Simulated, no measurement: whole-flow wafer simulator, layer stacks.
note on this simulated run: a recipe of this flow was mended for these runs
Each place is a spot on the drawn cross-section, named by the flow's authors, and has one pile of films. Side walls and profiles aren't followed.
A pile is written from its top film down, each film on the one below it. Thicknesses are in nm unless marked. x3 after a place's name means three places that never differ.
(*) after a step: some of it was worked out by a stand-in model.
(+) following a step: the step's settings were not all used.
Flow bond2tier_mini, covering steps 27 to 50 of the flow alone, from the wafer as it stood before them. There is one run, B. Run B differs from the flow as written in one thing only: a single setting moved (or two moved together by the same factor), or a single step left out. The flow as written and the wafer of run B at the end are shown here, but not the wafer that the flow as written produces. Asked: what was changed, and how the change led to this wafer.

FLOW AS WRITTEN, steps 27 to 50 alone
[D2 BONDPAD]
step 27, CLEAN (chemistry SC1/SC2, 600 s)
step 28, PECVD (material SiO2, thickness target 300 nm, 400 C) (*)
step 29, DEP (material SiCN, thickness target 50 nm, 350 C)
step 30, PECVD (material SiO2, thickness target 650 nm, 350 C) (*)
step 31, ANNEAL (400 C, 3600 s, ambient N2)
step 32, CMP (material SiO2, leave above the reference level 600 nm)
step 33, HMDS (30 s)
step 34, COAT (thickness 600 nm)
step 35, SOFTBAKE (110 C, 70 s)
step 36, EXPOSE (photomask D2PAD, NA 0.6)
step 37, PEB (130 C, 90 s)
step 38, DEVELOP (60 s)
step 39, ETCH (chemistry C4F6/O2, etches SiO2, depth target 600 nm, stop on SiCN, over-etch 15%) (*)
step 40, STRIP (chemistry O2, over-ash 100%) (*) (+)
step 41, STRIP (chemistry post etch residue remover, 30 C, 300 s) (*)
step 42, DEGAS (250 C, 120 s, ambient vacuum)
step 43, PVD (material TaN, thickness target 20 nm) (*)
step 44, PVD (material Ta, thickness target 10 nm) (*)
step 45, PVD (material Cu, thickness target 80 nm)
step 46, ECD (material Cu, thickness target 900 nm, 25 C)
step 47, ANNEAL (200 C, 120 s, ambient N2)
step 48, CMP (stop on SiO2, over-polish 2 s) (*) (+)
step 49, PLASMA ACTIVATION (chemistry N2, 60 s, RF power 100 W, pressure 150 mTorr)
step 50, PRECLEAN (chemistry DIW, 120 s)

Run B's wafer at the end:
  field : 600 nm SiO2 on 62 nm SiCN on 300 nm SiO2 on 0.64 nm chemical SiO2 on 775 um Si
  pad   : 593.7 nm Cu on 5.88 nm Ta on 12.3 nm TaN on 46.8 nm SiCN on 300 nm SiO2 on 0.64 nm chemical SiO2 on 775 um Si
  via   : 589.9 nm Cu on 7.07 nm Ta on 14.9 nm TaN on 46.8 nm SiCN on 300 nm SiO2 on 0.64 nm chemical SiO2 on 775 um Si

The reason: step 29, DEP: thickness target 62 nm was run, whereas the flow has thickness target 50 nm.
The wafer itself shows it: field has SiCN 62, and step 29 as written asks for 50 nm.

The path from the change to this, step by step:
  step 29, DEP (material SiCN, thickness target 50 nm, 350 C)
      field, pad, via: +62 SiCN (new film) (as written it would have been: +50 SiCN (new film))
